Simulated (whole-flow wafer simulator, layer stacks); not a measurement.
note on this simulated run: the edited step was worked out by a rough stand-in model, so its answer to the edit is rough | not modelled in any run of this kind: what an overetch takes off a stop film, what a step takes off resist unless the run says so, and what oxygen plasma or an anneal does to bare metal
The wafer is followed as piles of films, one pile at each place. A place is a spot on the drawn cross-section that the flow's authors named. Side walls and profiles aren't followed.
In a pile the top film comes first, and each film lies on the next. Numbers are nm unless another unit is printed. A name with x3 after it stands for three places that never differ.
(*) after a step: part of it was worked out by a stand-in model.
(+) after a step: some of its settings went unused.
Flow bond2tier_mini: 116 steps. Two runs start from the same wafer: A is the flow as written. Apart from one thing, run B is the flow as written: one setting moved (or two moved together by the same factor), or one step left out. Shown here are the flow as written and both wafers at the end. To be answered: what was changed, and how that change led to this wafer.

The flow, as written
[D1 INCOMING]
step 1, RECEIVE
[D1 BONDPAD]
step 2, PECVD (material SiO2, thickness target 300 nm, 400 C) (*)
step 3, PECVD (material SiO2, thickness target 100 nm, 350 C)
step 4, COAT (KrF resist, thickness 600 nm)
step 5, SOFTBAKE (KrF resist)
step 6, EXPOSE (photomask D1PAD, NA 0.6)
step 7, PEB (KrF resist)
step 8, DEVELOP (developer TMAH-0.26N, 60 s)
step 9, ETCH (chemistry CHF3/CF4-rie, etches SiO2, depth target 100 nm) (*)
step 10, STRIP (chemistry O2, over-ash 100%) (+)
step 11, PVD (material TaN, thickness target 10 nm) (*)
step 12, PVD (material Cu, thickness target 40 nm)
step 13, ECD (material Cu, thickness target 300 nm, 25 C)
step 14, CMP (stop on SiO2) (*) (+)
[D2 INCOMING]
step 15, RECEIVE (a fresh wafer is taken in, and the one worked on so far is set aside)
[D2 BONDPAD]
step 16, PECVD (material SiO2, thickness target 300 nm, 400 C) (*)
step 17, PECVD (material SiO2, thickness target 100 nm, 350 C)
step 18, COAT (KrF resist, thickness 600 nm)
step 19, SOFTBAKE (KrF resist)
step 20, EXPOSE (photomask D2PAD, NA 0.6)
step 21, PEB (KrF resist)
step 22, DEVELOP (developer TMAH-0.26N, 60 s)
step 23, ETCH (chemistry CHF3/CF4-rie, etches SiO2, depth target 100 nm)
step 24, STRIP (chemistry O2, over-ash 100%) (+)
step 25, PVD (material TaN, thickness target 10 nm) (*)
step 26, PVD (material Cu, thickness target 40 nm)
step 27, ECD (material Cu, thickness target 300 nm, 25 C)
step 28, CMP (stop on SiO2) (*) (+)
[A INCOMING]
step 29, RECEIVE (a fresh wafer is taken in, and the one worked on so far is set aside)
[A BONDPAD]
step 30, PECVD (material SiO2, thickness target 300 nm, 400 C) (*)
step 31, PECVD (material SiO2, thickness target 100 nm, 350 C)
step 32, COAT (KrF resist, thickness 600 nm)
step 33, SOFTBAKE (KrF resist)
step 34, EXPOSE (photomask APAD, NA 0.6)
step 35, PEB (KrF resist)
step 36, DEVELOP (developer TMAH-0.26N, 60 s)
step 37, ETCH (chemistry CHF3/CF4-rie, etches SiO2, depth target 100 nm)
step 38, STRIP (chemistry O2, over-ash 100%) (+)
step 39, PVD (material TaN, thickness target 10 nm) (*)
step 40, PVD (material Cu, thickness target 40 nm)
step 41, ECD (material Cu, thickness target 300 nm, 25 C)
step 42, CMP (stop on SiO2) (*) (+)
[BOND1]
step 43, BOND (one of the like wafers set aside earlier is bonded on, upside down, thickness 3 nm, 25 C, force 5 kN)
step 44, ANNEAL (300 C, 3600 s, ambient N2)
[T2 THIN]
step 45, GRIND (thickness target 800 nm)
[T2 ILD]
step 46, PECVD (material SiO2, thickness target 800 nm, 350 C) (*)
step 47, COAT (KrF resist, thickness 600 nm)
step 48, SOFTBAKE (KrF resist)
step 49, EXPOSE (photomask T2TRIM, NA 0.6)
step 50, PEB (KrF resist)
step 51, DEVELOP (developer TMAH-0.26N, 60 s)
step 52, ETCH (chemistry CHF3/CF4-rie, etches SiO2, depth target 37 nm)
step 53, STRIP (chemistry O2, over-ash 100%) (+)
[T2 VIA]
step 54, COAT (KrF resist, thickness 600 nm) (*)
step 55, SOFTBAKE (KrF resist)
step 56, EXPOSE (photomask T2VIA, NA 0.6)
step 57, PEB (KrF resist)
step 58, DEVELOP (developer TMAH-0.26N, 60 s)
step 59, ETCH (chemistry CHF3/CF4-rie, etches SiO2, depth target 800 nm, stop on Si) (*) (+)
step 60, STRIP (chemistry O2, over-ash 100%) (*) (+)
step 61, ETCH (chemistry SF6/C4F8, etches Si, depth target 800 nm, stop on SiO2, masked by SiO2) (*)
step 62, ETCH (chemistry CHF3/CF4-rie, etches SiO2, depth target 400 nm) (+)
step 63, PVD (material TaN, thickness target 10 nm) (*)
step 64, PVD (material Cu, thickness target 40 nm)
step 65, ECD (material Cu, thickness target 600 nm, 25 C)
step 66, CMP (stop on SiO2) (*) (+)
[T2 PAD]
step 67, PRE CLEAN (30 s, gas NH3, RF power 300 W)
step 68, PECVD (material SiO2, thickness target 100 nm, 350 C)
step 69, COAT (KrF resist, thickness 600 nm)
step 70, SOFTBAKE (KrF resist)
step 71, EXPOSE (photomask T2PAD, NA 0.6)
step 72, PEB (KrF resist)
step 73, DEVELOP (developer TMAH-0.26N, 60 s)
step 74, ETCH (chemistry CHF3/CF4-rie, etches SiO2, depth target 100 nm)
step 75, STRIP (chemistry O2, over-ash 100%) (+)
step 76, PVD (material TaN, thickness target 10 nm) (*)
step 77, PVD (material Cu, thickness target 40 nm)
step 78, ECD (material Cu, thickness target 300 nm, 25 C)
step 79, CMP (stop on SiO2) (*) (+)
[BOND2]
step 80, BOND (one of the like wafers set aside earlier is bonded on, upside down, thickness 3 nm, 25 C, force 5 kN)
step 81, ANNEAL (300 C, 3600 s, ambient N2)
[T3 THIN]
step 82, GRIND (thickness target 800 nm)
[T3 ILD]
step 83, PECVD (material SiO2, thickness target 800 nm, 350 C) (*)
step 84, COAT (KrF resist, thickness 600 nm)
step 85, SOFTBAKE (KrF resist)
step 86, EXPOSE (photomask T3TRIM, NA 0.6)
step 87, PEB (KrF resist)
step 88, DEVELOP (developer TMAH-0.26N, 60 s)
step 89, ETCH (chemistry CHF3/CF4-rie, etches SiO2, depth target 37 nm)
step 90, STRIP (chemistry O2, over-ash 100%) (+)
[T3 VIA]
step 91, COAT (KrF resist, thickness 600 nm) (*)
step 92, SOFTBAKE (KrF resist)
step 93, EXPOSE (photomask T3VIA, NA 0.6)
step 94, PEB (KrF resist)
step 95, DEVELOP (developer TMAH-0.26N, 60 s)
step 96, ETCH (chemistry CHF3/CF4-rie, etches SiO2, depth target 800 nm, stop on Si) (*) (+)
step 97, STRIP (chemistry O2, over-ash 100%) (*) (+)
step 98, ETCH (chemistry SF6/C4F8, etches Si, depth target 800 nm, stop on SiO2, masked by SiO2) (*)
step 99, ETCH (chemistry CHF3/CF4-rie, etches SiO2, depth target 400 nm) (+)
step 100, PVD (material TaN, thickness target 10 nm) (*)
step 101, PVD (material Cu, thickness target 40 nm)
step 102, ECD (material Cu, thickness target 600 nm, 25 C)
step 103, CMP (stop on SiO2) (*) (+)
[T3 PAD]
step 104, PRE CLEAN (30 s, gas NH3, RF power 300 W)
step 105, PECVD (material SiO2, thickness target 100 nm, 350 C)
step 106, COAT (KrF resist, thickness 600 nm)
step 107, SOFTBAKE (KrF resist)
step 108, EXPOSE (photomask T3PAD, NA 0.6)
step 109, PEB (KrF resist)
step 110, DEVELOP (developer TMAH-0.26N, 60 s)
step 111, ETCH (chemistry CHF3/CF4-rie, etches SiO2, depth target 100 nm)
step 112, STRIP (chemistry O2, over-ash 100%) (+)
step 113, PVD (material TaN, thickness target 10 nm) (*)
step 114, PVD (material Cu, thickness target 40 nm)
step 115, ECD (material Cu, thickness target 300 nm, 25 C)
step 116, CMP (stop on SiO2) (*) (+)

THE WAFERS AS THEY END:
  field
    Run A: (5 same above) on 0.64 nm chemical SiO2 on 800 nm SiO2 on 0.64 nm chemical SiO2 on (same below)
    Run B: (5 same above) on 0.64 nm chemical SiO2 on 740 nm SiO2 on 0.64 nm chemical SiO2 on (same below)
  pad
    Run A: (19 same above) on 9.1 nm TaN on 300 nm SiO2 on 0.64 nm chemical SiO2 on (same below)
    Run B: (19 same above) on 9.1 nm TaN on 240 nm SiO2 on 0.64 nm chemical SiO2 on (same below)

The reason: step 30, PECVD: thickness target 240 nm was run, though the flow has thickness target 300 nm.
The wafer itself shows it: pad has SiO2 240, and step 30 as written asks for 300 nm.

Step by step, how the change led to this:
  step 30, PECVD (material SiO2, thickness target 300 nm, 400 C) (*)
      field, pad, via: A SiO2 gains 300 (new film) | B SiO2 gains 240 (new film)
